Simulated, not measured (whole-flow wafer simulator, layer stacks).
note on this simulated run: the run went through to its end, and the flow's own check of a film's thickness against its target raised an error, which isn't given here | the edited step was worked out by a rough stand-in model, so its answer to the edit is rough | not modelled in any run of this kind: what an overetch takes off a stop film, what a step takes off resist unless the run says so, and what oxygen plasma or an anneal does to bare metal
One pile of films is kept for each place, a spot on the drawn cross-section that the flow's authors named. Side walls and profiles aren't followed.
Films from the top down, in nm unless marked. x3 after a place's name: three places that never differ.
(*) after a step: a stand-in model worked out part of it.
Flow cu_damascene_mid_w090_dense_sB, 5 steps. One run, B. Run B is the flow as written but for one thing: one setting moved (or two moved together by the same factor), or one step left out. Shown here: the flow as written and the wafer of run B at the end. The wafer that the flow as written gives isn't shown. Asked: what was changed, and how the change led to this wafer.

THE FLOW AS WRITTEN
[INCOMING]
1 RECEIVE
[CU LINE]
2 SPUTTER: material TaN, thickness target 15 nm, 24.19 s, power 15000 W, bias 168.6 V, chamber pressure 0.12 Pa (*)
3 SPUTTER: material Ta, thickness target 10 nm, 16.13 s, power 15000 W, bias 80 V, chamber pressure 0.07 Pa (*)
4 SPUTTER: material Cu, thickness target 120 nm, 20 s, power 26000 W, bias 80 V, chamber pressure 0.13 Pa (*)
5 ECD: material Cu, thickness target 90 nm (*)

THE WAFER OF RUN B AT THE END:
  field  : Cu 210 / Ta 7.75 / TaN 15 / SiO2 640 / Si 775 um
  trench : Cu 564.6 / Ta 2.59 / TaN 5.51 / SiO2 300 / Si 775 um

The cause: step 3, SPUTTER: power 11620 W was run, where the flow has power 15000 W.

How the change led to this, step by step:
  3 SPUTTER: material Ta, thickness target 10 nm, 16.13 s, power 15000 W, bias 80 V, chamber pressure 0.07 Pa (*)
      field: Ta +7.75 (new film) (as written it would be: Ta +10 (new film))
      trench: Ta +2.59 (new film) (as written it would be: Ta +3.55 (new film))
